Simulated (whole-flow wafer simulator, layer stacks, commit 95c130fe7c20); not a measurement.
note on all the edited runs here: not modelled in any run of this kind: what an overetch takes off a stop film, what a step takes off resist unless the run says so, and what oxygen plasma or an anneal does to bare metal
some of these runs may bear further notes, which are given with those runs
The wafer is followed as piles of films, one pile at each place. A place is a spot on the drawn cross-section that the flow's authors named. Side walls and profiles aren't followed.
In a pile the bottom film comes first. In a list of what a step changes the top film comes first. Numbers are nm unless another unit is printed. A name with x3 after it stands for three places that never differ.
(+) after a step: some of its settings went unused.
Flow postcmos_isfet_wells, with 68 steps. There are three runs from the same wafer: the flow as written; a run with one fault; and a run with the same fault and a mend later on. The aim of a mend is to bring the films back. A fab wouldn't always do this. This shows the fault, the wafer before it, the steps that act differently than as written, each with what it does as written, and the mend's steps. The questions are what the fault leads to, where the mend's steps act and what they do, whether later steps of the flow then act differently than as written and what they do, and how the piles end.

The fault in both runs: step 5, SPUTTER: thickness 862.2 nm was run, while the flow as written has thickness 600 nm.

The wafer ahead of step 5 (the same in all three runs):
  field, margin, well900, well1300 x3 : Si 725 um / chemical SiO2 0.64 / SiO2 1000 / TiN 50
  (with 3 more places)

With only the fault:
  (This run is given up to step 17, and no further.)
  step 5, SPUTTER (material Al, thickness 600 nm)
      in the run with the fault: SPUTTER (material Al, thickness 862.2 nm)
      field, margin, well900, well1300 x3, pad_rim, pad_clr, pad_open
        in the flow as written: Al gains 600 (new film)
        in the run with the fault: Al gains 862.2 (new film)
  Later steps of the flow acting differently than as written:
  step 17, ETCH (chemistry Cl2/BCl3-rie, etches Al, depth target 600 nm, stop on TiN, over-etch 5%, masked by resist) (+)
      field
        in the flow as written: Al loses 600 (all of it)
        in the run with the fault: Al loses 600
  After step 17, at field, margin, well900, well1300 x3, pad_rim, pad_clr, pad_open, the piles differ from the flow's by more than 2% or 0.5 nm, whichever is larger.
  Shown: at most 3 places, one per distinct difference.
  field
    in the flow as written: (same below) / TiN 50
    in the run with the fault: (same below) / TiN 50 / Al 262.2
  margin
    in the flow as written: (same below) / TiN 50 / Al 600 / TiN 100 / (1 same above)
    in the run with the fault: (same below) / TiN 50 / Al 862.2 / TiN 100 / (1 same above)

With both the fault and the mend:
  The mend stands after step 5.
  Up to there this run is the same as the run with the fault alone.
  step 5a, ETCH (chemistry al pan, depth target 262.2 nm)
      field, margin, well900, well1300 x3, pad_rim, pad_clr, pad_open
        Al loses 262.2
  Every later step of the flow that is run acts as written at every place that is followed.
  By the end, the piles equal the flow's at every place that both follow.
